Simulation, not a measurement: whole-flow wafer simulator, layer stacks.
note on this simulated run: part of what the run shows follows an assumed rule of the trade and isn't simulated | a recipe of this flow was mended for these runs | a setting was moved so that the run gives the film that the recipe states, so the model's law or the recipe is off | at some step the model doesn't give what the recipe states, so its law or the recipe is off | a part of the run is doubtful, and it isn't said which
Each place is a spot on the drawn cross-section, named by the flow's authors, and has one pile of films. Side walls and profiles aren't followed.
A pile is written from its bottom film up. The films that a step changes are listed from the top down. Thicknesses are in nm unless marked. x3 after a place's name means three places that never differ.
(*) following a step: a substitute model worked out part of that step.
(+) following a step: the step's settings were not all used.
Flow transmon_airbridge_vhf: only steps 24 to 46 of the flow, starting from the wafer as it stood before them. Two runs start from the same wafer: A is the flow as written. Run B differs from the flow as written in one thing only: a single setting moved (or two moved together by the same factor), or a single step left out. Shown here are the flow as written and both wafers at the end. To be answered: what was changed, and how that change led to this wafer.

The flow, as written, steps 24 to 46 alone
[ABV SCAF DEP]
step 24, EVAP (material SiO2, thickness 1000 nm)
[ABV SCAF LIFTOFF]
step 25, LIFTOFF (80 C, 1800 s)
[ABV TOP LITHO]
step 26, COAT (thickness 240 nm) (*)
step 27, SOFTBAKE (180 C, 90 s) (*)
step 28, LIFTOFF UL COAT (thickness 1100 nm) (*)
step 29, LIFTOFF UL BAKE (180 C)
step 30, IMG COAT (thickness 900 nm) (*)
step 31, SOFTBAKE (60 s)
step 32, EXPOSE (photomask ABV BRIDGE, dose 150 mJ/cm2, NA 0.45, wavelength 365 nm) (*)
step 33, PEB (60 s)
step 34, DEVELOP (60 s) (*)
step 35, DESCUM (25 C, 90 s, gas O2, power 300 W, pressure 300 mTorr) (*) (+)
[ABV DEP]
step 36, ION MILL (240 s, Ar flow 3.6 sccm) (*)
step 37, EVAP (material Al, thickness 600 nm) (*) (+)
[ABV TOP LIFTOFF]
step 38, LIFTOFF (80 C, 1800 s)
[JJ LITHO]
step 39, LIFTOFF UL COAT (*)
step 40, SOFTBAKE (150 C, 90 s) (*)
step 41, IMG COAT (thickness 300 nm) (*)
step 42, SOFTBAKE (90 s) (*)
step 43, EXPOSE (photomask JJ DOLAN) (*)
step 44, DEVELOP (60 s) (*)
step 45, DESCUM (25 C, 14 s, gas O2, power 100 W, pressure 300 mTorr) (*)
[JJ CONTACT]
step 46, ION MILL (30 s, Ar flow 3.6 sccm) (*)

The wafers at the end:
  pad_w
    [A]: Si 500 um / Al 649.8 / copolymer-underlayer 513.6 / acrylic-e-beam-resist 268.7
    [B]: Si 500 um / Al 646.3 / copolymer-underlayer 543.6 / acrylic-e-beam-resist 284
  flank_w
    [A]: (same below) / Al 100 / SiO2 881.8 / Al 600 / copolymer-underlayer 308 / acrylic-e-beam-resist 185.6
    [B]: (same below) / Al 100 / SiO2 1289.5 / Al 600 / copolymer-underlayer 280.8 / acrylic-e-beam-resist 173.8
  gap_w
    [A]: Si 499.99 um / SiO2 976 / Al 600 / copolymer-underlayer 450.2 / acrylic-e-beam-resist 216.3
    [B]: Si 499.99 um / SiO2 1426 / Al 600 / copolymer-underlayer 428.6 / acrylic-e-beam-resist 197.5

Cause: step 24, EVAP: thickness 1450 nm was run, while the flow as written has thickness 1000 nm.

How this came from the change, step by step:
  step 24, EVAP (material SiO2, thickness 1000 nm)
      field x3, jj_line, ground_far and 10 more: A +1000 SiO2 (new film) | B +1450 SiO2 (new film)
      flank_w, flank_e: A +905.8 SiO2 (new film) | B +1313.4 SiO2 (new film)
  step 25, LIFTOFF (80 C, 1800 s)
      field x3, jj_line, trace_open_s x2: A -1000 SiO2 (all of it), -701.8 i-line-resist (all of it), -1100 lift-off-underlayer (all of it), -240 acrylic-e-beam-resist (all of it) | B -1450 SiO2 (all of it), -701.8 i-line-resist (all of it), -1100 lift-off-underlayer (all of it), -240 acrylic-e-beam-resist (all of it)
      pad_w, pad_e: A -1000 SiO2 (all of it), -696.3 i-line-resist (all of it), -1089.9 lift-off-underlayer (all of it), -239.3 acrylic-e-beam-resist (all of it) | B -1450 SiO2 (all of it), -696.3 i-line-resist (all of it), -1089.9 lift-off-underlayer (all of it), -239.3 acrylic-e-beam-resist (all of it)
      (and at 1 other place as well)
  step 26, COAT (thickness 240 nm) (*)
      flank_w, flank_e: A +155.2 acrylic-e-beam-resist (new film) | B +143 acrylic-e-beam-resist (new film)
      gap_w, gap_e: A +211.2 acrylic-e-beam-resist (new film) | B +192.1 acrylic-e-beam-resist (new film)
      (and at 6 other places as well)
  step 28, LIFTOFF UL COAT (thickness 1100 nm) (*)
      gap_w, gap_e: A +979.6 lift-off-underlayer (new film) | B +920 lift-off-underlayer (new film)
      margin_s, margin_n: A +823.4 lift-off-underlayer (new film) | B +726.1 lift-off-underlayer (new film)
      (and at 6 other places as well)
  step 30, IMG COAT (thickness 900 nm) (*)
      gap_w, gap_e: A +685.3 i-line-resist (new film) | B +585.4 i-line-resist (new film)
      margin_s, margin_n: A +603.2 i-line-resist (new film) | B +462.6 i-line-resist (new film)
      (and at 7 other places as well)
  step 33, PEB (60 s)
      flank_w, flank_e: A -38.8 i-line-resist | B -34.2 i-line-resist
      gap_w, gap_e: A -35 i-line-resist | B -29.8 i-line-resist
      (and at 7 other places as well)
  step 34, DEVELOP (60 s) (*)
      gap_w, gap_e: A -650.2 i-line-resist (all of it), -979.6 lift-off-underlayer (all of it) | B -555.6 i-line-resist (all of it), -920 lift-off-underlayer (all of it)
      pad_w: A -937.3 i-line-resist (all of it), -1246.2 lift-off-underlayer (all of it) | B -975.2 i-line-resist (all of it), -1315.1 lift-off-underlayer (all of it)
      (and at 5 other places as well)
  step 35, DESCUM (25 C, 90 s, gas O2, power 300 W, pressure 300 mTorr) (*) (+)
      field x3, jj_line, ground_far, trace_open_s x2, margin_s, margin_n: A -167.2 i-line-resist | B -178.6 i-line-resist
      flank_w, flank_e: A -155.2 acrylic-e-beam-resist (all of it) | B -143 acrylic-e-beam-resist (all of it)
      (and at 6 other places as well)
  step 38, LIFTOFF (80 C, 1800 s)
      margin_s, margin_n: A -600 Al (all of it), -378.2 i-line-resist (all of it), -823.4 lift-off-underlayer (all of it), -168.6 acrylic-e-beam-resist (all of it) | B -600 Al (all of it), -233.7 i-line-resist (all of it), -726.1 lift-off-underlayer (all of it), -143.8 acrylic-e-beam-resist (all of it)
      ground_far: A -600 Al (all of it), -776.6 i-line-resist (all of it), -1134.8 lift-off-underlayer (all of it), -250.1 acrylic-e-beam-resist (all of it) | B -600 Al (all of it), -820.4 i-line-resist (all of it), -1143.8 lift-off-underlayer (all of it), -253.7 acrylic-e-beam-resist (all of it)
  step 39, LIFTOFF UL COAT (*)
      pad_w, pad_e: A +513.6 copolymer-underlayer (new film) | B +543.6 copolymer-underlayer (new film)
      flank_w, flank_e: A +308 copolymer-underlayer (new film) | B +280.8 copolymer-underlayer (new film)
      (and at 6 other places as well)
  step 41, IMG COAT (thickness 300 nm) (*)
      pad_w, pad_e: A +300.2 acrylic-e-beam-resist (new film) | B +315.5 acrylic-e-beam-resist (new film)
      flank_w, flank_e: A +217.1 acrylic-e-beam-resist (new film) | B +205.3 acrylic-e-beam-resist (new film)
      (and at 6 other places as well)
